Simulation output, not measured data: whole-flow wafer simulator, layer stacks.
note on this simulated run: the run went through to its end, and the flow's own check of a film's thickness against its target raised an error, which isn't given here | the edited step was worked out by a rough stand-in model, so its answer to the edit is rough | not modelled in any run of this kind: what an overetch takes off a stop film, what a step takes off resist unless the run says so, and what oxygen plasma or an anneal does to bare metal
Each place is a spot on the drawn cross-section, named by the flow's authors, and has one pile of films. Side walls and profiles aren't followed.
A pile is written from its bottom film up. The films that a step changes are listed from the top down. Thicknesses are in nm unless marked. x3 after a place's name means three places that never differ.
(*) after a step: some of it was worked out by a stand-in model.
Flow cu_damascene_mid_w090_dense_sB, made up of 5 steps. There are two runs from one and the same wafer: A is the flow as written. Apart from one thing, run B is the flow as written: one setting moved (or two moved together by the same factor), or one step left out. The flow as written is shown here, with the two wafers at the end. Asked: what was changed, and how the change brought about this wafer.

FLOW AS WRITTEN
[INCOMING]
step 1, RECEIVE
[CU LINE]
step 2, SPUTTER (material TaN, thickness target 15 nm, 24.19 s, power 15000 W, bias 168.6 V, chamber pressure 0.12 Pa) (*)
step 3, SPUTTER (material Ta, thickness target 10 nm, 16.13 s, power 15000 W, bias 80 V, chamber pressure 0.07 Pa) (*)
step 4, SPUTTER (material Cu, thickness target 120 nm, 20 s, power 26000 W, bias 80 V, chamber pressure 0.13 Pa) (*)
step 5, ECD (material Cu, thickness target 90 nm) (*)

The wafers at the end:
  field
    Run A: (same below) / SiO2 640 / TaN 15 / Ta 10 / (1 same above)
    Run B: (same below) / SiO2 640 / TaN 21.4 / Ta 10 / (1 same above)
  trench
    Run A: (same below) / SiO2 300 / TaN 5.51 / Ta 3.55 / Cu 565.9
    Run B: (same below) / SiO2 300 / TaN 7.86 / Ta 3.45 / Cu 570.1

The reason: step 2, SPUTTER: thickness target 21.4 nm was run, though the flow has thickness target 15 nm; step 2, SPUTTER: 34.47 s was run, where the flow has 24.19 s.
One can read it off the wafer: field has TaN 21.4, and step 2 as written asks for 15 nm.

The path from the change to this, step by step:
  step 2, SPUTTER (material TaN, thickness target 15 nm, 24.19 s, power 15000 W, bias 168.6 V, chamber pressure 0.12 Pa) (*)
      field: A +15 TaN (new film) | B +21.4 TaN (new film)
      trench: A +5.51 TaN (new film) | B +7.86 TaN (new film)
  step 4, SPUTTER (material Cu, thickness target 120 nm, 20 s, power 26000 W, bias 80 V, chamber pressure 0.13 Pa) (*)
      trench: A +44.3 Cu (new film) | B +43.3 Cu (new film)
